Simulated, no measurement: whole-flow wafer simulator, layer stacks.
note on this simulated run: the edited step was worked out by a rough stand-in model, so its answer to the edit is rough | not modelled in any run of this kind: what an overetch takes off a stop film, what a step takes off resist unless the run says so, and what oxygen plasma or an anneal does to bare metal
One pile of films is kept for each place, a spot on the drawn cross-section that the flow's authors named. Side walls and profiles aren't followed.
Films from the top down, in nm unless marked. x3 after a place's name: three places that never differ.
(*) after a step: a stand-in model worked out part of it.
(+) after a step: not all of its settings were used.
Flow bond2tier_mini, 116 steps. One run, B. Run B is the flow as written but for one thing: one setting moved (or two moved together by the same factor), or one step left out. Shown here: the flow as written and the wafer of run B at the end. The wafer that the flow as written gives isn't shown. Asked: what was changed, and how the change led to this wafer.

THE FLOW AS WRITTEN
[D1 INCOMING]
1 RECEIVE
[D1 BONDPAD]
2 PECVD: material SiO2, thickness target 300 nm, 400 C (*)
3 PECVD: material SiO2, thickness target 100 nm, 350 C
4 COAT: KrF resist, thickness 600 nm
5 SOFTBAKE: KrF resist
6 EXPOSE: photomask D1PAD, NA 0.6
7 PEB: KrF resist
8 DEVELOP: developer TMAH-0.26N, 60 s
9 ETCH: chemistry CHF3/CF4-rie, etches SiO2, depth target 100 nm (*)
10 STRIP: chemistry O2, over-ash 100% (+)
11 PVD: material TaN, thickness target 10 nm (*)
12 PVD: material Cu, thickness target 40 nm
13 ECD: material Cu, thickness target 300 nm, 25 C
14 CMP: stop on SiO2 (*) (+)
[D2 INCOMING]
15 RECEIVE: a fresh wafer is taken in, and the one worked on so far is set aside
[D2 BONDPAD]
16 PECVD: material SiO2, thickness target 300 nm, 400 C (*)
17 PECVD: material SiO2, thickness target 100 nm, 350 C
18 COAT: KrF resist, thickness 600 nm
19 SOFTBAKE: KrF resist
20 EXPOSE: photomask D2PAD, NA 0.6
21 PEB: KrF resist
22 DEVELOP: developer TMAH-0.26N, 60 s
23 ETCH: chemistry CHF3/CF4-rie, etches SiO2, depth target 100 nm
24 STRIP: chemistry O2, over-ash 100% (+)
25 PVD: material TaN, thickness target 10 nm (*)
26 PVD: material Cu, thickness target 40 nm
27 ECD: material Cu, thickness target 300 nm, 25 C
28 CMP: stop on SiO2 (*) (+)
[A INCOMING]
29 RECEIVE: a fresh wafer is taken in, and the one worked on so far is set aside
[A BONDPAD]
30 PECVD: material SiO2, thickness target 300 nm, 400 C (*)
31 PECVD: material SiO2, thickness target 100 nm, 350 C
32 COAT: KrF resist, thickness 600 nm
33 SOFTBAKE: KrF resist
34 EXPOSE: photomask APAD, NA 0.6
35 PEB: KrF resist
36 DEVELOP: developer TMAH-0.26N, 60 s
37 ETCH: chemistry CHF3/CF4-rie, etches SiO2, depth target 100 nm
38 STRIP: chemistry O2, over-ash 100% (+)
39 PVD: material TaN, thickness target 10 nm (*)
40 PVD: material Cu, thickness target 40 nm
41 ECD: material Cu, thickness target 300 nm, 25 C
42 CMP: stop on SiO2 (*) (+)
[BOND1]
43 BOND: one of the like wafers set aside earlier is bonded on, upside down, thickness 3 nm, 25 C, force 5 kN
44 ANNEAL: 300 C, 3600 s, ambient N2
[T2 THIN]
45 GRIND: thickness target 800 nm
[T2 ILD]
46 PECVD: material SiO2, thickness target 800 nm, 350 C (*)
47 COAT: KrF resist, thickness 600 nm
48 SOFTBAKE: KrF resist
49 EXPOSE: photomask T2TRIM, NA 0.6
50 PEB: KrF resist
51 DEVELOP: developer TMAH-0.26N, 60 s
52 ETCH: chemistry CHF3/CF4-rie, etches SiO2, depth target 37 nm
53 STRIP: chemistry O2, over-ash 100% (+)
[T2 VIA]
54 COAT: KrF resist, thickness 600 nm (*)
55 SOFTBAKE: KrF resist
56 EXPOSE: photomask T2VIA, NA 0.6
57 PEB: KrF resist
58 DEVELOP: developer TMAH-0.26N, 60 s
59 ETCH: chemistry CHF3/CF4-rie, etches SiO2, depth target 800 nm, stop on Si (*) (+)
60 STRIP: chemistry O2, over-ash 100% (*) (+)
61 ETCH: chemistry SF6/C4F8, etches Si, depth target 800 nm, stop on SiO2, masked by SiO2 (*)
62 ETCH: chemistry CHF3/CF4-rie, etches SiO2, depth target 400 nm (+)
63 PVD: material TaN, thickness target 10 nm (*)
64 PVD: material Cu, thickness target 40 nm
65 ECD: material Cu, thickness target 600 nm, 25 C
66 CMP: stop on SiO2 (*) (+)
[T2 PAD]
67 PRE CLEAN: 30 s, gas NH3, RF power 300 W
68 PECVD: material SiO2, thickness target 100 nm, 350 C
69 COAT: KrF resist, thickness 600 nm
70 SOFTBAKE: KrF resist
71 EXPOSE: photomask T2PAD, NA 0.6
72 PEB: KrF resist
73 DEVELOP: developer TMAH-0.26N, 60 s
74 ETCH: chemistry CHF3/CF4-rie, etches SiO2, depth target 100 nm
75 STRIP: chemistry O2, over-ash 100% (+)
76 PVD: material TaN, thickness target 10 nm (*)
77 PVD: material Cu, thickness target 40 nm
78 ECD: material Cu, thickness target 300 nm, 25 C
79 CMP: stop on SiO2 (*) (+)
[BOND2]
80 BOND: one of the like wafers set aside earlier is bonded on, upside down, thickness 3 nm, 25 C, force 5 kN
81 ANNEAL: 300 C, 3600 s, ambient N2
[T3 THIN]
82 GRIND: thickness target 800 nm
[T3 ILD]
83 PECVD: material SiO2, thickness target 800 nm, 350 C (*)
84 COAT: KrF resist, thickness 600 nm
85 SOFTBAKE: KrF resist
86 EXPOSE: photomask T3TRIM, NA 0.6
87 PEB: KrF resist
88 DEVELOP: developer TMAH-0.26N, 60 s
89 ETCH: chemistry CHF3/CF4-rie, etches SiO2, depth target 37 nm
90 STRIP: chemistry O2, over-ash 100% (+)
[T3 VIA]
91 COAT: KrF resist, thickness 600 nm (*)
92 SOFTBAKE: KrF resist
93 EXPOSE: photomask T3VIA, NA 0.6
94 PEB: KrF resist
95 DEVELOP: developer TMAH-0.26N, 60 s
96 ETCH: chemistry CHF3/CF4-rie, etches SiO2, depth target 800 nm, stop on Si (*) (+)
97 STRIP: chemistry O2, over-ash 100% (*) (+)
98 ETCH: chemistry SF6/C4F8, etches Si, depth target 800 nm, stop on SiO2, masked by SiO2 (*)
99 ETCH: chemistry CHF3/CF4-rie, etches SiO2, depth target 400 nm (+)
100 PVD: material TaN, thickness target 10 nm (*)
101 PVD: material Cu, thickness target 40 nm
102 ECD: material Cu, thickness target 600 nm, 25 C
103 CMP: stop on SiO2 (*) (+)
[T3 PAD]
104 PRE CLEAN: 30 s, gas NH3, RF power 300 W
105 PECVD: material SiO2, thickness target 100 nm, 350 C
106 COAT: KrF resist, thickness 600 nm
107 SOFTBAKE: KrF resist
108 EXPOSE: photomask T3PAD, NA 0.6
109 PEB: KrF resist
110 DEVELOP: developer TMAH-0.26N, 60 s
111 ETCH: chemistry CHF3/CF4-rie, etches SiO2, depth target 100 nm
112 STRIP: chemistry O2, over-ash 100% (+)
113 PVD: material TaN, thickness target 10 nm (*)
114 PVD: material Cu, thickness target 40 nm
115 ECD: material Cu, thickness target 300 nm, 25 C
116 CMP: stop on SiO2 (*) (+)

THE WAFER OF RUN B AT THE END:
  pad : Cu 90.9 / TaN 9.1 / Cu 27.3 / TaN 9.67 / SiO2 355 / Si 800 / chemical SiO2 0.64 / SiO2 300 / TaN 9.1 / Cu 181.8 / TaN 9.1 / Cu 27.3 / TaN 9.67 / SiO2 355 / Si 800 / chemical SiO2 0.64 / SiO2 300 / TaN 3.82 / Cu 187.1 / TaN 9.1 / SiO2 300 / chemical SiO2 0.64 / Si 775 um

The cause: step 11, PVD: thickness target 4.2 nm was run, where the flow has thickness target 10 nm.

How the change led to this, step by step:
  11 PVD: material TaN, thickness target 10 nm (*)
      field: TaN +4.2 (new film) (as written it would be: TaN +10 (new film))
      pad: TaN +3.82 (new film) (as written it would be: TaN +9.1 (new film))
      (and at 1 more place)
  14 CMP: stop on SiO2 (*) (+)
      field: Cu -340 (all of it), TaN -4.2 (all of it) (as written it would be: Cu -340 (all of it), TaN -10 (all of it))
  43 BOND: one of the like wafers set aside earlier is bonded on, upside down, thickness 3 nm, 25 C, force 5 kN
      pad: Si +775 um (new film), chemical SiO2 +0.64 (new film), SiO2 +300 (new film), TaN +3.82 (new film), Cu +96.2 (as written it would be: Si +775 um (new film), chemical SiO2 +0.64 (new film), SiO2 +300 (new film), TaN +9.1 (new film), Cu +90.9)
      via: Si +775 um (new film), chemical SiO2 +0.64 (new film), SiO2 +300 (new film), TaN +4.19 (new film), Cu +95.8 (as written it would be: Si +775 um (new film), chemical SiO2 +0.64 (new film), SiO2 +300 (new film), TaN +9.97 (new film), Cu +90)
